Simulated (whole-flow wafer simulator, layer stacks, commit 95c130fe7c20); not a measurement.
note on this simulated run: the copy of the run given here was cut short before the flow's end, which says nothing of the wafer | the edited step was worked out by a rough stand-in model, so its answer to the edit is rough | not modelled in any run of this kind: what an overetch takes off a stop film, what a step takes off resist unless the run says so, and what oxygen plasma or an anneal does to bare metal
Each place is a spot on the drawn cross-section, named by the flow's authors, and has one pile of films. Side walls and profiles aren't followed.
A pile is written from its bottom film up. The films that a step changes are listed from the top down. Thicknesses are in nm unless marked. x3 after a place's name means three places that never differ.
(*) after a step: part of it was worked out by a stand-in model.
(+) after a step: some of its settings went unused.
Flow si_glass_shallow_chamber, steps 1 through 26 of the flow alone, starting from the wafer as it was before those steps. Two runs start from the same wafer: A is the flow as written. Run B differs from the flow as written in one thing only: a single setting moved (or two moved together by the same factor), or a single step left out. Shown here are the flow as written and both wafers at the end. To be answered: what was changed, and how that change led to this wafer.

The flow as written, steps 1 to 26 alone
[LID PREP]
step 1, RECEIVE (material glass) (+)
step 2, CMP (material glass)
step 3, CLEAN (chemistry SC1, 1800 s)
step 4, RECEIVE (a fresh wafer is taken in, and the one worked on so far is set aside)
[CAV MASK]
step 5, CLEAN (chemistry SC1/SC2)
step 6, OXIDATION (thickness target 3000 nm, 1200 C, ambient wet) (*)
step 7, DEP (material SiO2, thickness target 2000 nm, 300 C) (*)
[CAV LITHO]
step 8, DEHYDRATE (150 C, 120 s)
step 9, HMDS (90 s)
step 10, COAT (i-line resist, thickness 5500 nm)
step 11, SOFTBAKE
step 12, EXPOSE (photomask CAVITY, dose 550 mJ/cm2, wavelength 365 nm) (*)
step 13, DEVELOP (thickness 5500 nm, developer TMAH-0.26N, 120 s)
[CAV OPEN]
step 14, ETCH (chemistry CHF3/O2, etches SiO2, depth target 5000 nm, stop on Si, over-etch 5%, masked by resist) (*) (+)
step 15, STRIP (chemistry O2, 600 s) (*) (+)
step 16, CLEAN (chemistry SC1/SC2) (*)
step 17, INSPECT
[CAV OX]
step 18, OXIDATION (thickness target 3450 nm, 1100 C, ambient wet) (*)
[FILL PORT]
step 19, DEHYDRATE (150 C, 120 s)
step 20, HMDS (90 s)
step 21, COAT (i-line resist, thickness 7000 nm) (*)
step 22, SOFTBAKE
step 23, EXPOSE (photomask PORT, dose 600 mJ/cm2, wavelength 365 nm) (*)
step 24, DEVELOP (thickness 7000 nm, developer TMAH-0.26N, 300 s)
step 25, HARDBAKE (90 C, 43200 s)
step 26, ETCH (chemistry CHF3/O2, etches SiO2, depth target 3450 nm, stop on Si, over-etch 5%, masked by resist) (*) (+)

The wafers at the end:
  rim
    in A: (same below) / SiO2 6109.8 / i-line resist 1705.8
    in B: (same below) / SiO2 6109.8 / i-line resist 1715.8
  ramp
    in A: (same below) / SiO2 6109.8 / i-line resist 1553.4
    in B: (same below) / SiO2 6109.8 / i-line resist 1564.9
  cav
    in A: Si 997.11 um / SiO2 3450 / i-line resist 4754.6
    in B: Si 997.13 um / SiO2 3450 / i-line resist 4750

What caused this: step 14, ETCH: over-etch 3% was run, though the flow has over-etch 5%.

The path from the change to this, step by step:
  step 14, ETCH (chemistry CHF3/O2, etches SiO2, depth target 5000 nm, stop on Si, over-etch 5%, masked by resist) (*) (+)
      cav, port: A SiO2 loses 5000 (all of it), Si loses 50 | B SiO2 loses 5000 (all of it), Si loses 30
  step 15, STRIP (chemistry O2, 600 s) (*) (+)
      rim, ramp, septum, ring: A i-line resist loses 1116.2 (all of it) | B i-line resist loses 1199.5 (all of it)
